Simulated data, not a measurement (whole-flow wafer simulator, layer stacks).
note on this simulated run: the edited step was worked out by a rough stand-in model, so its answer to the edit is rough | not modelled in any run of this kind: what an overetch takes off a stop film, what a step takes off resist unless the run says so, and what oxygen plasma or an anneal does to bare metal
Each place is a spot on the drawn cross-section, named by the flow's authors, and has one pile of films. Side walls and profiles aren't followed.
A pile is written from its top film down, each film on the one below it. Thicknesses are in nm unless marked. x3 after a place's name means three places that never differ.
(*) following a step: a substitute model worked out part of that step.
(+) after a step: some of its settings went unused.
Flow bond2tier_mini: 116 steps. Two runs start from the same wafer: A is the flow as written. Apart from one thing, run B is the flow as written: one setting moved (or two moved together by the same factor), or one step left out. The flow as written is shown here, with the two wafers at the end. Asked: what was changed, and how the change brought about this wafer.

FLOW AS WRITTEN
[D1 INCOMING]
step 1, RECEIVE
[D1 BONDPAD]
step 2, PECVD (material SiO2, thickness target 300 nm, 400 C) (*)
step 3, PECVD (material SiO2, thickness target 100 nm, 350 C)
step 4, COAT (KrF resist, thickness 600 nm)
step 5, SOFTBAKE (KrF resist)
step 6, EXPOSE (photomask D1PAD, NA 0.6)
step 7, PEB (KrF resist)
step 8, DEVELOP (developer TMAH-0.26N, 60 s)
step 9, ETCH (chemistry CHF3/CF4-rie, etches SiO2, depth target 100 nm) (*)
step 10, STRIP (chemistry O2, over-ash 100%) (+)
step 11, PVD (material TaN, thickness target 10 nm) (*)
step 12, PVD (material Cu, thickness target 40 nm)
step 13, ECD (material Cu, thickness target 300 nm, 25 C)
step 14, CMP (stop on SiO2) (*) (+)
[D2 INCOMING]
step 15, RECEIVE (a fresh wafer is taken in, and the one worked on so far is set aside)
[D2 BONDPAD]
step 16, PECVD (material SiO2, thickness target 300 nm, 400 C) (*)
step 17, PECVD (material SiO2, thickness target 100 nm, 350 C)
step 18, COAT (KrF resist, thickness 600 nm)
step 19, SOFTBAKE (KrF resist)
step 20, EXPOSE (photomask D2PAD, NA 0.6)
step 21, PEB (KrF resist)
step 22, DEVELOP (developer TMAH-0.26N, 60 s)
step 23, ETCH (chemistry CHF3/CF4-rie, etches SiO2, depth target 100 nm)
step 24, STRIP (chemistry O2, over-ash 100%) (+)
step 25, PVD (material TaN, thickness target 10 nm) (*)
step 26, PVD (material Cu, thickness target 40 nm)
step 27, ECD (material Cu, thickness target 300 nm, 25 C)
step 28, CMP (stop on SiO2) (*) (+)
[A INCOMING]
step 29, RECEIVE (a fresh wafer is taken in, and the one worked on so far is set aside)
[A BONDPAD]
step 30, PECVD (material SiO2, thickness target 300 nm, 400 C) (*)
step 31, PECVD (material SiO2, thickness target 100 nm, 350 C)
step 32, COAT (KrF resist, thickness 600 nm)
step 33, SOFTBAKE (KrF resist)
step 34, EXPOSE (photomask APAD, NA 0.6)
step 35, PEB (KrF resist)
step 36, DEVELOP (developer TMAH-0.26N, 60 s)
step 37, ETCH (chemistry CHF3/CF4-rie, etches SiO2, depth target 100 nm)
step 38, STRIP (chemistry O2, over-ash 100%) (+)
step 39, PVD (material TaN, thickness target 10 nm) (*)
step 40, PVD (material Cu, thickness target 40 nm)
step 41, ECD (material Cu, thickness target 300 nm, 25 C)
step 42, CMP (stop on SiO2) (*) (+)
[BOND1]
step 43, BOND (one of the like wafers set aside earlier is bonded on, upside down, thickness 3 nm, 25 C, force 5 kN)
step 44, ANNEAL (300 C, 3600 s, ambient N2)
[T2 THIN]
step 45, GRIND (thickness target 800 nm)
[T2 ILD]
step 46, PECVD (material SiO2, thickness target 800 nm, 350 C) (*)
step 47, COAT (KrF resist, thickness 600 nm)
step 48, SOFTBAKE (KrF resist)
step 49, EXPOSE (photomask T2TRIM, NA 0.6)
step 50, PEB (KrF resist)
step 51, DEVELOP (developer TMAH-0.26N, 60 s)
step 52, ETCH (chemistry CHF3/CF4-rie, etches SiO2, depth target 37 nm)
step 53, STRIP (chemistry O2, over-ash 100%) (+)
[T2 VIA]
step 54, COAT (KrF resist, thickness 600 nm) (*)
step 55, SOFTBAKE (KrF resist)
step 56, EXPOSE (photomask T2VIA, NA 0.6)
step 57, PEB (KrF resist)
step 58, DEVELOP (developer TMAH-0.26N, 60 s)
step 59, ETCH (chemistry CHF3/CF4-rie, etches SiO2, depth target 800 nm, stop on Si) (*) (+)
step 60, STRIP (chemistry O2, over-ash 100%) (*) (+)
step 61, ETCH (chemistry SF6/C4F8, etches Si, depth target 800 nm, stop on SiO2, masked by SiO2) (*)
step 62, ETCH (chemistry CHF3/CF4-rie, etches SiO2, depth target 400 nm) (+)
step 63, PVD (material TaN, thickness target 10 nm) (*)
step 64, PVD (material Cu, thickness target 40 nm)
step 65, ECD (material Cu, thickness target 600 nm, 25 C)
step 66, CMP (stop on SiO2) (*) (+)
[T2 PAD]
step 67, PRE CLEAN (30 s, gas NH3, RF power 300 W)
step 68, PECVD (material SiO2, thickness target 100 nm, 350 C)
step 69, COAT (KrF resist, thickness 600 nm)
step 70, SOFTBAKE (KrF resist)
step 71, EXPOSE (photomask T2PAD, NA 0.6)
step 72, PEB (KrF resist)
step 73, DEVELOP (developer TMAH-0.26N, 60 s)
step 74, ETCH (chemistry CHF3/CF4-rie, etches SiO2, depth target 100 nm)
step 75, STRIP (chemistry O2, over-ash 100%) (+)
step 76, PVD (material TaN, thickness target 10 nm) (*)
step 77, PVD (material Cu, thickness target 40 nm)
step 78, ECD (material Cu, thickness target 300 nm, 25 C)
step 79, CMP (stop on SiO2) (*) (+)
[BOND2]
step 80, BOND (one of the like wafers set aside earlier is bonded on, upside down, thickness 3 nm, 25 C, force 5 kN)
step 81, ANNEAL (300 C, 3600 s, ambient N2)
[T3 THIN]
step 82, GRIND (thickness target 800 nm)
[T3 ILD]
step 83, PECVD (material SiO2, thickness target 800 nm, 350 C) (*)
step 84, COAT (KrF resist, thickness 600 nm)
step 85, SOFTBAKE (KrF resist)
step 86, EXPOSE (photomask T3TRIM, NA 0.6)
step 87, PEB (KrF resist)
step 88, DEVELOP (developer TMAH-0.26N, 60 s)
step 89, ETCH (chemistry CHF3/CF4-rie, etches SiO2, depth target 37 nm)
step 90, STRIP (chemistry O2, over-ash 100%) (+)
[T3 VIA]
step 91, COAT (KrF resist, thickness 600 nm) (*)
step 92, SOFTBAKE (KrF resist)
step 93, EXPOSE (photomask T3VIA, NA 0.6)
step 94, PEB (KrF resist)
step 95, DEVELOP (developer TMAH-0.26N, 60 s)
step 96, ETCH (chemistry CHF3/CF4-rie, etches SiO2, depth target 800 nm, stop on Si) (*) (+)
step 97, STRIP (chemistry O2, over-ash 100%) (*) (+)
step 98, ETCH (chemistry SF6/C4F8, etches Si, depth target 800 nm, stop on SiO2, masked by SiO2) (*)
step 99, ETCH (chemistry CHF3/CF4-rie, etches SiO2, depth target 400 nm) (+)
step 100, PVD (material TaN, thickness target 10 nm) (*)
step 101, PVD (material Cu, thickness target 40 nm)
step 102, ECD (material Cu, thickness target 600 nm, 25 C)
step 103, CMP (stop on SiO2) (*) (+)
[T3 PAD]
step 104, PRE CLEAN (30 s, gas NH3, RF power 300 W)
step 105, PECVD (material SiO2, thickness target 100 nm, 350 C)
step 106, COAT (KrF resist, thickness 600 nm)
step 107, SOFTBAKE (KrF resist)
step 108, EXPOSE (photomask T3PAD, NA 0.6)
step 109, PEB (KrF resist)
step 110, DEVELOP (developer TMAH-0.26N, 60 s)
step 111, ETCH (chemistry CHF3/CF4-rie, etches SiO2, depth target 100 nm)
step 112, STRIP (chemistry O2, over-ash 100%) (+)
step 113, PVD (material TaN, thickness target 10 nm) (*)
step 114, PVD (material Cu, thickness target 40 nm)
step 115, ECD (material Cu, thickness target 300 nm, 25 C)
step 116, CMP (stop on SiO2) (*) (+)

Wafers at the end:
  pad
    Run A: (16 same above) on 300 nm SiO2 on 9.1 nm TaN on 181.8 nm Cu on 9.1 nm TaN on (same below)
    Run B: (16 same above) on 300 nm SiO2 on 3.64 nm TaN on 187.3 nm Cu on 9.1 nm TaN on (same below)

Cause: step 11, PVD: thickness target 4 nm was run, while the flow as written has thickness target 10 nm.

Step by step, how the change led to this:
  step 11, PVD (material TaN, thickness target 10 nm) (*)
      field: A +10 TaN (new film) | B +4 TaN (new film)
      pad: A +9.1 TaN (new film) | B +3.64 TaN (new film)
      (also at 1 further place)
  step 14, CMP (stop on SiO2) (*) (+)
      field: A -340 Cu (all of it), -10 TaN (all of it) | B -340 Cu (all of it), -4 TaN (all of it)
  step 43, BOND (one of the like wafers set aside earlier is bonded on, upside down, thickness 3 nm, 25 C, force 5 kN)
      pad: A +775 um Si (new film), +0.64 chemical SiO2 (new film), +300 SiO2 (new film), +9.1 TaN (new film), +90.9 Cu | B +775 um Si (new film), +0.64 chemical SiO2 (new film), +300 SiO2 (new film), +3.64 TaN (new film), +96.4 Cu
      via: A +775 um Si (new film), +0.64 chemical SiO2 (new film), +300 SiO2 (new film), +9.97 TaN (new film), +90 Cu | B +775 um Si (new film), +0.64 chemical SiO2 (new film), +300 SiO2 (new film), +3.99 TaN (new film), +96 Cu
